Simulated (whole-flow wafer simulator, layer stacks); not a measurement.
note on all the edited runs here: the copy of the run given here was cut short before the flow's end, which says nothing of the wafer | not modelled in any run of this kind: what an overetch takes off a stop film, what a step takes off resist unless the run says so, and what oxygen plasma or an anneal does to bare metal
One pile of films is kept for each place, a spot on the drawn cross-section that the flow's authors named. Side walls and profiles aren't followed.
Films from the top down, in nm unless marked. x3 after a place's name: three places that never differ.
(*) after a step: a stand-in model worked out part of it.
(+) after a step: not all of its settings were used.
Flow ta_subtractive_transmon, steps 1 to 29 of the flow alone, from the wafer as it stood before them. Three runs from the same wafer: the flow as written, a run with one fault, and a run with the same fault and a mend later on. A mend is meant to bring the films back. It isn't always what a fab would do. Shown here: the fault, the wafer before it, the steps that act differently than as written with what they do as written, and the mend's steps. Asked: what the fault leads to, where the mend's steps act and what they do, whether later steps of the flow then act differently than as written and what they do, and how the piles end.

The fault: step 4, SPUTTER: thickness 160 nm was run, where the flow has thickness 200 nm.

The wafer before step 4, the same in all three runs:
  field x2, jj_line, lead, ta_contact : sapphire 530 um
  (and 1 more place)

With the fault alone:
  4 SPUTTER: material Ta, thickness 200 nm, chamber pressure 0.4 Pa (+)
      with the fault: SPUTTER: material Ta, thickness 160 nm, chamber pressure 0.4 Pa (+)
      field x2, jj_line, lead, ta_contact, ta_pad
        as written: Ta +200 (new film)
        with the fault: Ta +160 (new film)
  Later steps of the flow that act differently than as written (2 more steps differ only slightly, by at most 2% or 0.5 nm, whichever is larger, and aren't shown):
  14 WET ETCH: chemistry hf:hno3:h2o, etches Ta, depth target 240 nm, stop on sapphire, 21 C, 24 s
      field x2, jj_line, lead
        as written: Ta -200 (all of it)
        with the fault: Ta -160 (all of it)
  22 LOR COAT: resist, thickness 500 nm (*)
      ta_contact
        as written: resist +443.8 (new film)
        with the fault: resist +454.2 (new film)
  At the end the piles differ from the flow's by more than 2% or 0.5 nm, whichever is larger, at ta_contact, ta_pad.
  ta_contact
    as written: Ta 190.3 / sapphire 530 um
    with the fault: Ta 150.3 / sapphire 530 um
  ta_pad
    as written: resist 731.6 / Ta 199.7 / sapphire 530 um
    with the fault: resist 737.7 / Ta 159.7 / sapphire 530 um

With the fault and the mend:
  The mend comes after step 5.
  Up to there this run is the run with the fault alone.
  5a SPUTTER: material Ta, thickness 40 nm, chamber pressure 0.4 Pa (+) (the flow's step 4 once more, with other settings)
      field x2, jj_line, lead, ta_contact, ta_pad
        Ta +40
  No later step of the flow acts differently than as written at any place that is followed.
  At the end the piles are the same as the flow's at every place that both follow.
